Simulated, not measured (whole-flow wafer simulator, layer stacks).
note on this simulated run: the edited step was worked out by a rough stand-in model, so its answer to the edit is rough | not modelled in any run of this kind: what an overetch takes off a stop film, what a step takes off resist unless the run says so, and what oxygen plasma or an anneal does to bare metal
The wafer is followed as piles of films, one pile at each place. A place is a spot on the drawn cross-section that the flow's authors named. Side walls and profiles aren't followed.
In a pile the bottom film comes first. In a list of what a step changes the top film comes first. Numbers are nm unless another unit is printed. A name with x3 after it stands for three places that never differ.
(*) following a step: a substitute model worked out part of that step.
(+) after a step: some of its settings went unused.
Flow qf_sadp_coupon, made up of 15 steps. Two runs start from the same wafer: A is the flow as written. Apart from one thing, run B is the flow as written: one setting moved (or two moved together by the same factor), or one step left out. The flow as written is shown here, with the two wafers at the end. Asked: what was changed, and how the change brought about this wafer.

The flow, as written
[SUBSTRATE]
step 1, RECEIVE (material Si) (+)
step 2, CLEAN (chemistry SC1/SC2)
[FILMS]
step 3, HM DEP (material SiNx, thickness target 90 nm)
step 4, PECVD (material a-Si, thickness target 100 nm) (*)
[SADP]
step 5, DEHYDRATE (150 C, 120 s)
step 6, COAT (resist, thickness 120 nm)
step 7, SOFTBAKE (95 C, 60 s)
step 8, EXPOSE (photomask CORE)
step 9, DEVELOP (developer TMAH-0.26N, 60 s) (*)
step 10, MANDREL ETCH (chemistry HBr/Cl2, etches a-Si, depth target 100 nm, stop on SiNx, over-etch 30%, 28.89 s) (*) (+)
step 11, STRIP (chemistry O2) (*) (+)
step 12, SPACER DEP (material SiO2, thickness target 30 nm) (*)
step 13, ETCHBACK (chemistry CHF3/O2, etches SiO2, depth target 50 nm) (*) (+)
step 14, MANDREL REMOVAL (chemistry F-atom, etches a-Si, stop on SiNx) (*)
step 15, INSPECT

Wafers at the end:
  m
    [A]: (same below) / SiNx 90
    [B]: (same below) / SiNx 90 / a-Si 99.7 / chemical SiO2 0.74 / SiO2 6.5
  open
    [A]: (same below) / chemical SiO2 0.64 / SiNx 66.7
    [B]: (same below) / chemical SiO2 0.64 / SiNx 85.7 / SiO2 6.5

Cause: step 13, ETCHBACK: depth target 23.5 nm was run, whereas the flow has depth target 50 nm.

How this came from the change, step by step:
  step 13, ETCHBACK (chemistry CHF3/O2, etches SiO2, depth target 50 nm) (*) (+)
      m: A SiO2 loses 30 (all of it), chemical SiO2 loses 0.74 (all of it), a-Si loses 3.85 | B SiO2 loses 23.5
      open: A SiO2 loses 30 (all of it), SiNx loses 19 | B SiO2 loses 23.5
  step 14, MANDREL REMOVAL (chemistry F-atom, etches a-Si, stop on SiNx) (*)
      m: A a-Si loses 95.8 (all of it) | B nothing
